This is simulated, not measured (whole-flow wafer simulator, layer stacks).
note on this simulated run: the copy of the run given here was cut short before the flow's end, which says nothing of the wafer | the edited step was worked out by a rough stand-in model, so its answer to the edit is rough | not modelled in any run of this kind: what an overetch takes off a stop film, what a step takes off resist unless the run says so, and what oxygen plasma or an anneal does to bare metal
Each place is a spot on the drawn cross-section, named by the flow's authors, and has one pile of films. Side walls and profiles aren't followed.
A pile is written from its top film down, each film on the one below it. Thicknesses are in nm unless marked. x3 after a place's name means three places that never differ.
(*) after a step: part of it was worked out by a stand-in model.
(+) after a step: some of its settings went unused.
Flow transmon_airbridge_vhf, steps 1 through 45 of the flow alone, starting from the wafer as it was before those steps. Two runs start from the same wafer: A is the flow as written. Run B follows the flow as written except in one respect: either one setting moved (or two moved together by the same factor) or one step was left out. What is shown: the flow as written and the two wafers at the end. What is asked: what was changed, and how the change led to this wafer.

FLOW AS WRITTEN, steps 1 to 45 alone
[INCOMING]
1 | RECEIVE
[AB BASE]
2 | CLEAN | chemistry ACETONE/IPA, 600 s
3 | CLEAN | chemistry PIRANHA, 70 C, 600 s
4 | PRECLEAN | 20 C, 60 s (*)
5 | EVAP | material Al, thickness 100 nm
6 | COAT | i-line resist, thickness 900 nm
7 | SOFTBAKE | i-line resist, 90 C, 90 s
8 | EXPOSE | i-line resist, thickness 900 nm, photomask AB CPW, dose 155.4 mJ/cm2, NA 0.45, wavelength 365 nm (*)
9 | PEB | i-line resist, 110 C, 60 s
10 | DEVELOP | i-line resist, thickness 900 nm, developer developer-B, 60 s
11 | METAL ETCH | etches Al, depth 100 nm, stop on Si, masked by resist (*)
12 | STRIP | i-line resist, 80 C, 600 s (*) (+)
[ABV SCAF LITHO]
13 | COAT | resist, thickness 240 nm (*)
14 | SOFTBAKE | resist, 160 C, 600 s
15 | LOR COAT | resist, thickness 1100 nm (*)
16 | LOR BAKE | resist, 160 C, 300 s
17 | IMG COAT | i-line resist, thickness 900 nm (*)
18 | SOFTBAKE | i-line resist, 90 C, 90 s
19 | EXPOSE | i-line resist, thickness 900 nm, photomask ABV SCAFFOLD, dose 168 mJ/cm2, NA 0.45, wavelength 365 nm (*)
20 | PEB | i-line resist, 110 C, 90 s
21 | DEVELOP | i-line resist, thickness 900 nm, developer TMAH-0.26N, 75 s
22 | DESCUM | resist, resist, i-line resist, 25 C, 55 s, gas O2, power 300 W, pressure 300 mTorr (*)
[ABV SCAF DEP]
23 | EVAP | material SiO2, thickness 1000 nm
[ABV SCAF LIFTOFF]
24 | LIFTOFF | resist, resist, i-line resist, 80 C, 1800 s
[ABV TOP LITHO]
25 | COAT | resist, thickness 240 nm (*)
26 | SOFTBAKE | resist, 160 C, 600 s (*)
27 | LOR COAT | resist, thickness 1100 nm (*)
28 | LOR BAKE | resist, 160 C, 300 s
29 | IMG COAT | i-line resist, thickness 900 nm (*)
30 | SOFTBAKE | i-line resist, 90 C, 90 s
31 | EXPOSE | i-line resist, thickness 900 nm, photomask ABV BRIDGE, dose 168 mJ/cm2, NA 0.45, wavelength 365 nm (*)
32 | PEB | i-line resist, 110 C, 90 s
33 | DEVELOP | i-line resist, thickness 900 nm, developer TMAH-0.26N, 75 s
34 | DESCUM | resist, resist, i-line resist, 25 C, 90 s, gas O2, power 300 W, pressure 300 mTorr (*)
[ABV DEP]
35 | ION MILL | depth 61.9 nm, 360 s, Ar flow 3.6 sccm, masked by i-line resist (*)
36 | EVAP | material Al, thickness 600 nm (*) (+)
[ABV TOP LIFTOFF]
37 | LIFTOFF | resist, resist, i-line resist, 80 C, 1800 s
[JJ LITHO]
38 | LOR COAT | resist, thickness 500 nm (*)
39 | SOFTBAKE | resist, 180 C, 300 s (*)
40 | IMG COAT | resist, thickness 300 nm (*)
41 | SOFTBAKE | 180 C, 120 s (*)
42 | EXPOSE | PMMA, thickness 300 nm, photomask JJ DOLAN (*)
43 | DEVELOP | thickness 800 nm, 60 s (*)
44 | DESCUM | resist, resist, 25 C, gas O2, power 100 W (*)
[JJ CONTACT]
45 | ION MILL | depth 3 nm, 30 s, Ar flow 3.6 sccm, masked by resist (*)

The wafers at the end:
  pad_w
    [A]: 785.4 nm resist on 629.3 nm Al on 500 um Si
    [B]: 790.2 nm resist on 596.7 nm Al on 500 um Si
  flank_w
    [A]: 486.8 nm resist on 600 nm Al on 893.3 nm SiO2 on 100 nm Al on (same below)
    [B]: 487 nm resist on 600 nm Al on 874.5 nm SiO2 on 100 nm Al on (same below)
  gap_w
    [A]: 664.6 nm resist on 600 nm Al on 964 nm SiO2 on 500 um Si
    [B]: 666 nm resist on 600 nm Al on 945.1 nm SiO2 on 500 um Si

The reason: step 35, ION MILL: 549 s was run, while the flow as written has 360 s.

The path from the change to this, step by step:
  35 | ION MILL | depth 61.9 nm, 360 s, Ar flow 3.6 sccm, masked by i-line resist (*)
      field x3, jj_line, ground_far, trace_open_s x2, margin_s, margin_n: A i-line resist loses 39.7 | B i-line resist loses 60.6
      flank_w, gap_w, cpw_trace, gap_e, flank_e, bridge_strip: A SiO2 loses 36 | B SiO2 loses 54.9
      (as well as at 2 more places)
  37 | LIFTOFF | resist, resist, i-line resist, 80 C, 1800 s
      field x3, jj_line, trace_open_s x2: A Al loses 600 (all of it), i-line resist loses 600 (all of it), resist loses 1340 (all of it) | B Al loses 600 (all of it), i-line resist loses 579.1 (all of it), resist loses 1340 (all of it)
      margin_s, margin_n: A Al loses 600 (all of it), i-line resist loses 318.3 (all of it), resist loses 992 (all of it) | B Al loses 600 (all of it), i-line resist loses 297.4 (all of it), resist loses 992 (all of it)
      (as well as at 1 more place)
